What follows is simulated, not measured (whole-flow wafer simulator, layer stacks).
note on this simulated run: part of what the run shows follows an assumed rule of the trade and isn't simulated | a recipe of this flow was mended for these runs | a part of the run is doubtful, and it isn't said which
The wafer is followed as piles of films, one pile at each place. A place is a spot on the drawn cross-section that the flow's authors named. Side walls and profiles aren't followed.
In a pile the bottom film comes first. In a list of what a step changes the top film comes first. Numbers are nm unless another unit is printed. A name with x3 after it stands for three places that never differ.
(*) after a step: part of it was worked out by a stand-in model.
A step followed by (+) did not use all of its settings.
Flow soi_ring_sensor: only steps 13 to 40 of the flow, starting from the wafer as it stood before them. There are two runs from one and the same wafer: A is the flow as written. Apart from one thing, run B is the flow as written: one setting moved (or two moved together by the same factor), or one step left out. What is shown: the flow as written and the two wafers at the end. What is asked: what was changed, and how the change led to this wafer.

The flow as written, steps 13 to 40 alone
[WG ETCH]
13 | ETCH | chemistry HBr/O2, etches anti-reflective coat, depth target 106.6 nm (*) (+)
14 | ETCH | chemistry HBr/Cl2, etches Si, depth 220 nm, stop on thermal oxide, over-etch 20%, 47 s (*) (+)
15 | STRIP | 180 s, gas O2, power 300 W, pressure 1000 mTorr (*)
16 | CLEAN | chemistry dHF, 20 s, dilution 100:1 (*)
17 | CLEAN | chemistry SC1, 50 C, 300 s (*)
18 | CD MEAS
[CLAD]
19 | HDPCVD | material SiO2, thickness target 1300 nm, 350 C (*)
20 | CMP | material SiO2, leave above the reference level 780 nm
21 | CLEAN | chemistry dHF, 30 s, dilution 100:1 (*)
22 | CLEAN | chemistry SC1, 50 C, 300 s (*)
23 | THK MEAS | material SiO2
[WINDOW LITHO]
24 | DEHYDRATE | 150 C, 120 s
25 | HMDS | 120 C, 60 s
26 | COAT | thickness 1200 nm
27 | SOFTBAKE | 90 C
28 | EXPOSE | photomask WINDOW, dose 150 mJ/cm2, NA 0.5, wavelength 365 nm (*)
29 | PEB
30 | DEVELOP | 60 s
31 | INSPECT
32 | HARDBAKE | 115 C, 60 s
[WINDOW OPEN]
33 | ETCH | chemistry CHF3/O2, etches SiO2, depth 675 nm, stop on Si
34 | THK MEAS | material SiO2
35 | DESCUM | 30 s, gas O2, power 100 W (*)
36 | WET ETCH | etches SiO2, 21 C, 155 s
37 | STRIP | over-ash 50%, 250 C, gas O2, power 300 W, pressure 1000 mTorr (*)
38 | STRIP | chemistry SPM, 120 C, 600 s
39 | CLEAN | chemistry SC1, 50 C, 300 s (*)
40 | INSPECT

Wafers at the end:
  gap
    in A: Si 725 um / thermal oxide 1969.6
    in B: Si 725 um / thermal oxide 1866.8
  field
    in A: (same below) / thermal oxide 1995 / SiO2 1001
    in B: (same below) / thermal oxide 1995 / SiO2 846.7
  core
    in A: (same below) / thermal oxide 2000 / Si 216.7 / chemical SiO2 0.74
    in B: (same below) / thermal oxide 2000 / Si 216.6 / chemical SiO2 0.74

The reason: step 19, HDPCVD: thickness target 850 nm was run, though the flow has thickness target 1300 nm.

The path from the change to this, step by step:
  19 | HDPCVD | material SiO2, thickness target 1300 nm, 350 C (*)
      core, gap, window, field, core_clad, gap_clad: A SiO2 gains 1300 (new film) | B SiO2 gains 850 (new film)
  20 | CMP | material SiO2, leave above the reference level 780 nm
      gap, window, field, gap_clad: A SiO2 loses 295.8 | B nothing
      core, core_clad: A SiO2 loses 520 | B SiO2 loses 70
  26 | COAT | thickness 1200 nm
      core, core_clad: A i-line-resist gains 1200 (new film) | B i-line-resist gains 1066.3 (new film)
  27 | SOFTBAKE | 90 C
      core, core_clad: A nothing | B i-line-resist loses 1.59
      gap, gap_clad: A nothing | B i-line-resist loses 2
      (as well as at 1 more place)
  29 | PEB
      core, core_clad: A i-line-resist loses 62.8 | B i-line-resist loses 55.5
  30 | DEVELOP | 60 s
      core: A i-line-resist loses 1137.2 (all of it) | B i-line-resist loses 1009.3 (all of it)
  32 | HARDBAKE | 115 C, 60 s
      core_clad: A i-line-resist loses 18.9 | B i-line-resist loses 16.5
  36 | WET ETCH | etches SiO2, 21 C, 155 s
      gap, window: A SiO2 loses 326.6 (all of it), thermal oxide loses 25 | B SiO2 loses 172.4 (all of it), thermal oxide loses 127.9
  37 | STRIP | over-ash 50%, 250 C, gas O2, power 300 W, pressure 1000 mTorr (*)
      core_clad: A i-line-resist loses 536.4 (all of it) | B i-line-resist loses 410.9 (all of it)
      gap_clad: A i-line-resist loses 536.4 (all of it) | B i-line-resist loses 555.1 (all of it)
